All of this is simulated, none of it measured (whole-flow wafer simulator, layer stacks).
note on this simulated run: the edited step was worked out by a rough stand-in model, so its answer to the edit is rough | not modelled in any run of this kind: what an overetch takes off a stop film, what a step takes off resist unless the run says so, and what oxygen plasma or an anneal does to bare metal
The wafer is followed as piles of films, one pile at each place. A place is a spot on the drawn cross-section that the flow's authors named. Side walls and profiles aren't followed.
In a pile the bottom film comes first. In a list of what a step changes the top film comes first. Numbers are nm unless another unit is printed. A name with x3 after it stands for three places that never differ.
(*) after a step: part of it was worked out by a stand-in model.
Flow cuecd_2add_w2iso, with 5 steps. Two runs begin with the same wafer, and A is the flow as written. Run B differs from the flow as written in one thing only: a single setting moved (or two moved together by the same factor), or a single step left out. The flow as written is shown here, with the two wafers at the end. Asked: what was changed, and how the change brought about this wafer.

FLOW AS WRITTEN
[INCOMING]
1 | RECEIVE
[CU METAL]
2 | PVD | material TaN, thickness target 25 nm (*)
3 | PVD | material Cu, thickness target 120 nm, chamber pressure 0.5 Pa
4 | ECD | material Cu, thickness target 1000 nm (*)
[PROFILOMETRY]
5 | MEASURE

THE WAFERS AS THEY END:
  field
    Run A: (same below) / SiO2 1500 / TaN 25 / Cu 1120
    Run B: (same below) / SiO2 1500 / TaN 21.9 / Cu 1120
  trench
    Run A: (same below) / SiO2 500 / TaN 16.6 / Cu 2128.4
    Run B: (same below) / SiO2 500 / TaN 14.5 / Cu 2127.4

Cause: step 2, PVD: thickness target 21.9 nm was run, though the flow has thickness target 25 nm.
One can read it off the wafer: field has TaN 21.9, and step 2 as written asks for 25 nm.

Step by step, how the change led to this:
  2 | PVD | material TaN, thickness target 25 nm (*)
      field: A TaN gains 25 (new film) | B TaN gains 21.9 (new film)
      trench: A TaN gains 16.6 (new film) | B TaN gains 14.5 (new film)
